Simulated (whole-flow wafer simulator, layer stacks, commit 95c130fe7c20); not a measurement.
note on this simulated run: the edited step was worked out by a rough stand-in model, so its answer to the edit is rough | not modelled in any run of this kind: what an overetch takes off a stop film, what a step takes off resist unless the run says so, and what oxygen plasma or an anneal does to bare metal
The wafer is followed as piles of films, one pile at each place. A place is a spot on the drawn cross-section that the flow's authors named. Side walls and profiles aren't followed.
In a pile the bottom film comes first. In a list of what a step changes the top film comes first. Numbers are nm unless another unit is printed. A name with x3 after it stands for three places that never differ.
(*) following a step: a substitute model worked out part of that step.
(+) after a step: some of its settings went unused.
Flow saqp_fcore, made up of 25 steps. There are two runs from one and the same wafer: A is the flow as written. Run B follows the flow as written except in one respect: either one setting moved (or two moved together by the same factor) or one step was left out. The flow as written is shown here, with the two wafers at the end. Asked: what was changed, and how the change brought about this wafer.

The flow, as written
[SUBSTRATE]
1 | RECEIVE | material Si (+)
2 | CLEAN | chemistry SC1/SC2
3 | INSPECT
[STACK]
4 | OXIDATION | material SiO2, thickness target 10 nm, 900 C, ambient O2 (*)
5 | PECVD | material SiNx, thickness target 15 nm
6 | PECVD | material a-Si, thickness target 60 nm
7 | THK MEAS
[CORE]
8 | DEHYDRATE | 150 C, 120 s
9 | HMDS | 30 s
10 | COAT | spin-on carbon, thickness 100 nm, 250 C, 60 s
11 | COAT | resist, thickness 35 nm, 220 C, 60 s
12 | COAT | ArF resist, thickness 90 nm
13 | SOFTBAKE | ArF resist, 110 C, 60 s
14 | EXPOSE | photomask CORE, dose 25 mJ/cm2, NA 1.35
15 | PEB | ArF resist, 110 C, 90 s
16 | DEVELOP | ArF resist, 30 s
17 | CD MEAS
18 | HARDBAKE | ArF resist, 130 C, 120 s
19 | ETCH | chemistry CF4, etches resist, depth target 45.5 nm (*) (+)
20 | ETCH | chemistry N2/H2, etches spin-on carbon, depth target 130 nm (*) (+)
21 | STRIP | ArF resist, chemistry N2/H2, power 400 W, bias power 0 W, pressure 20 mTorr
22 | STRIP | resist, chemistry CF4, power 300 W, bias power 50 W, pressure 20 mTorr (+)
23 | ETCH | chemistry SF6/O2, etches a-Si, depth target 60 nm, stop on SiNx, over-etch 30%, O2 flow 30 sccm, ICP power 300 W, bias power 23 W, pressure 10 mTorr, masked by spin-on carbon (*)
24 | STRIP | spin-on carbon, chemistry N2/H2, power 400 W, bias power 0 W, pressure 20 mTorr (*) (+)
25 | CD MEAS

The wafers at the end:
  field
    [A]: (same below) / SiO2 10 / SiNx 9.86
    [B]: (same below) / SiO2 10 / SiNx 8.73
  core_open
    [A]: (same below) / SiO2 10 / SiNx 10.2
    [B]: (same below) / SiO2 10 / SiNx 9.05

What caused this: step 23, ETCH: over-etch 45% was run, while the flow as written has over-etch 30%.

The path from the change to this, step by step:
  23 | ETCH | chemistry SF6/O2, etches a-Si, depth target 60 nm, stop on SiNx, over-etch 30%, O2 flow 30 sccm, ICP power 300 W, bias power 23 W, pressure 10 mTorr, masked by spin-on carbon (*)
      field: A -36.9 a-Si (all of it), -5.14 SiNx | B -36.9 a-Si (all of it), -6.27 SiNx
      core_open: A -39.4 a-Si (all of it), -4.82 SiNx | B -39.4 a-Si (all of it), -5.95 SiNx
      (as well as at 1 more place)
